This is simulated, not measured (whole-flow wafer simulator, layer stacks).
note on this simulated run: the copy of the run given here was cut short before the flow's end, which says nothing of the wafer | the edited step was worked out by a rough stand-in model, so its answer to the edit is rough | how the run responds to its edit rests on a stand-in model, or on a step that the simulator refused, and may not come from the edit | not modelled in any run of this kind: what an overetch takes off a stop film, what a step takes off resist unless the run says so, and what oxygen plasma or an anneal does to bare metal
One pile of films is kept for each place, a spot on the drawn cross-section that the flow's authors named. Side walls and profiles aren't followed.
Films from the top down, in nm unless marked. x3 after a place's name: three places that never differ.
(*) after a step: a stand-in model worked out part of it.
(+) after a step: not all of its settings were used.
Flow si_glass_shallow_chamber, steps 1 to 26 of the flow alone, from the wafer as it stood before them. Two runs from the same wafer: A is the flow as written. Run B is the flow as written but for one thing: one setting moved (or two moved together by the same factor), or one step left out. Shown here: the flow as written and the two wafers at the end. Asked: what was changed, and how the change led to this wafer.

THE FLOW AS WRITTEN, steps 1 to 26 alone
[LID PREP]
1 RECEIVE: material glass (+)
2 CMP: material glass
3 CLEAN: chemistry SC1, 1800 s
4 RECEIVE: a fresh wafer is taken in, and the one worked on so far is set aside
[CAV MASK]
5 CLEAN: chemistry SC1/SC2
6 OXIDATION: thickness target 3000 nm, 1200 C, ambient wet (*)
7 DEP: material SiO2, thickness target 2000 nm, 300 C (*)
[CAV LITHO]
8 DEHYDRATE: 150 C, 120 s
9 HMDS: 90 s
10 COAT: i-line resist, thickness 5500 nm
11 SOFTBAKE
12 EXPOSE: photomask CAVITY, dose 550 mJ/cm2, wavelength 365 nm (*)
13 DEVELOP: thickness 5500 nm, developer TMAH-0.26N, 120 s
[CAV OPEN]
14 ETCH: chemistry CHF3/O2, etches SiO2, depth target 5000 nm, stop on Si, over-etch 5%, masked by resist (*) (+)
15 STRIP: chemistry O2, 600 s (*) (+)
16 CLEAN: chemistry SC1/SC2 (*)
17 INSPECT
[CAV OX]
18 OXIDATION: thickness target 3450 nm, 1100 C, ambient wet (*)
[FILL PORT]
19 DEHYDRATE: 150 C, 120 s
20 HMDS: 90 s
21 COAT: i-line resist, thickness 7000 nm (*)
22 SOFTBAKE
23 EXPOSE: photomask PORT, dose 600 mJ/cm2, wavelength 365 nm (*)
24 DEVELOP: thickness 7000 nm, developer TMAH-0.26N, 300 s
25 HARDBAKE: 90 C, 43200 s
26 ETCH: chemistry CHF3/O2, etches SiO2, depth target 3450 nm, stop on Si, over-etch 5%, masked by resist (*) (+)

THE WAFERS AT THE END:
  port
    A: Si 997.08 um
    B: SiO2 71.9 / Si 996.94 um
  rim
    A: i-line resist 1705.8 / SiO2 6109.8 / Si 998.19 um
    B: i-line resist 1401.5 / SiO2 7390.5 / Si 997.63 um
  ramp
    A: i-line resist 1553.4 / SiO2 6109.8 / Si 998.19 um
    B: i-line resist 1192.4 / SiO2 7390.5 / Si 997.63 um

The cause: step 6, OXIDATION: thickness target 4500 nm was run, where the flow has thickness target 3000 nm.

How the change led to this, step by step:
  6 OXIDATION: thickness target 3000 nm, 1200 C, ambient wet (*)
      rim, ramp, cav, port, septum, ring: A SiO2 +3000 (new film), chemical SiO2 -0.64 (all of it), Si -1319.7 | B SiO2 +4500 (new film), chemical SiO2 -0.64 (all of it), Si -1979.7
  14 ETCH: chemistry CHF3/O2, etches SiO2, depth target 5000 nm, stop on Si, over-etch 5%, masked by resist (*) (+)
      cav, port: A SiO2 -5000 (all of it), Si -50 | B SiO2 -5250
  15 STRIP: chemistry O2, 600 s (*) (+)
      cav, port: A chemical SiO2 +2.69 (new film), Si -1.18 | B nothing
  18 OXIDATION: thickness target 3450 nm, 1100 C, ambient wet (*)
      cav, port: A SiO2 +3450 (new film), chemical SiO2 -2.69 (all of it), Si -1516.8 | B SiO2 +2444.4, Si -1075.5
      rim, ramp, septum, ring: A SiO2 +1109.8, Si -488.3 | B SiO2 +890.5, Si -391.8
  21 COAT: i-line resist, thickness 7000 nm (*)
      rim: A i-line resist +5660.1 (new film) | B i-line resist +5441.3 (new film)
      ramp: A i-line resist +5087.8 (new film) | B i-line resist +4787.2 (new film)
  22 SOFTBAKE
      rim: A i-line resist -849 | B i-line resist -945.1
      ramp: A i-line resist -434.5 | B i-line resist -506.9
      (and at 3 more places)
  25 HARDBAKE: 90 C, 43200 s
      rim: A i-line resist -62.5 | B i-line resist -51.9
      ramp: A i-line resist -57.1 | B i-line resist -45.1
      (and at 1 more place)
  26 ETCH: chemistry CHF3/O2, etches SiO2, depth target 3450 nm, stop on Si, over-etch 5%, masked by resist (*) (+)
      port: A SiO2 -3450 (all of it), Si -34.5 | B SiO2 -3622.5
